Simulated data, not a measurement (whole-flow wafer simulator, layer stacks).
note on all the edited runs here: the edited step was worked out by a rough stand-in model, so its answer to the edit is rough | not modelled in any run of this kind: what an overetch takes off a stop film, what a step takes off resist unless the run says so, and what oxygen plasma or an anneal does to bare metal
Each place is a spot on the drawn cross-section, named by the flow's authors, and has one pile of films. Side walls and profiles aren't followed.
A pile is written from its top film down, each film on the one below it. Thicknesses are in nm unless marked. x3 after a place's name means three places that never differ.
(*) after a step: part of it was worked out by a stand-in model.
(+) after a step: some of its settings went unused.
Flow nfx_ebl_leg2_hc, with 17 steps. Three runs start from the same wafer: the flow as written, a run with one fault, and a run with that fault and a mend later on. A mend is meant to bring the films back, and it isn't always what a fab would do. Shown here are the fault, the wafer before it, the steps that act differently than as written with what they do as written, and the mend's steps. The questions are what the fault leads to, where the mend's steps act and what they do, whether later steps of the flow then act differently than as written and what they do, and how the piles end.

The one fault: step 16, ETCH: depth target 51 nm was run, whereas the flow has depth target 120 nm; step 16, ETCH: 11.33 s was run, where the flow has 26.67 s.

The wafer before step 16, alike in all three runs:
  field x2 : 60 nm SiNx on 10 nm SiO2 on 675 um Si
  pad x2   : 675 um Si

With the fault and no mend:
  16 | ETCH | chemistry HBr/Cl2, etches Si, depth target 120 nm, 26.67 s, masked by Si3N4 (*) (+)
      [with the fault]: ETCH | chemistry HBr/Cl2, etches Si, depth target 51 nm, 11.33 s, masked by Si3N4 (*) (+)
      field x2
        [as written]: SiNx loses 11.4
        [with the fault]: SiNx loses 4.86
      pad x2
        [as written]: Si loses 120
        [with the fault]: Si loses 51
  Later steps of the flow that are run all act as written at every place that is followed.
  The piles end different from the flow's at field x2 by more than 2% or 0.5 nm, whichever is larger.
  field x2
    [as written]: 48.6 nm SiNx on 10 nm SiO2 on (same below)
    [with the fault]: 55.1 nm SiNx on 10 nm SiO2 on (same below)

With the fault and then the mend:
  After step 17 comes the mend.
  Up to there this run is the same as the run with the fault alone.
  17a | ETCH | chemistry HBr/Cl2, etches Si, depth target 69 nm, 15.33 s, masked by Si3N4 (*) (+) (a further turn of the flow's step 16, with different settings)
      field x2
        SiNx loses 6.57
      pad x2
        Si loses 69
  Later steps of the flow that are run all act as written at every place that is followed.
  By the end, the piles equal the flow's at every place that both follow.
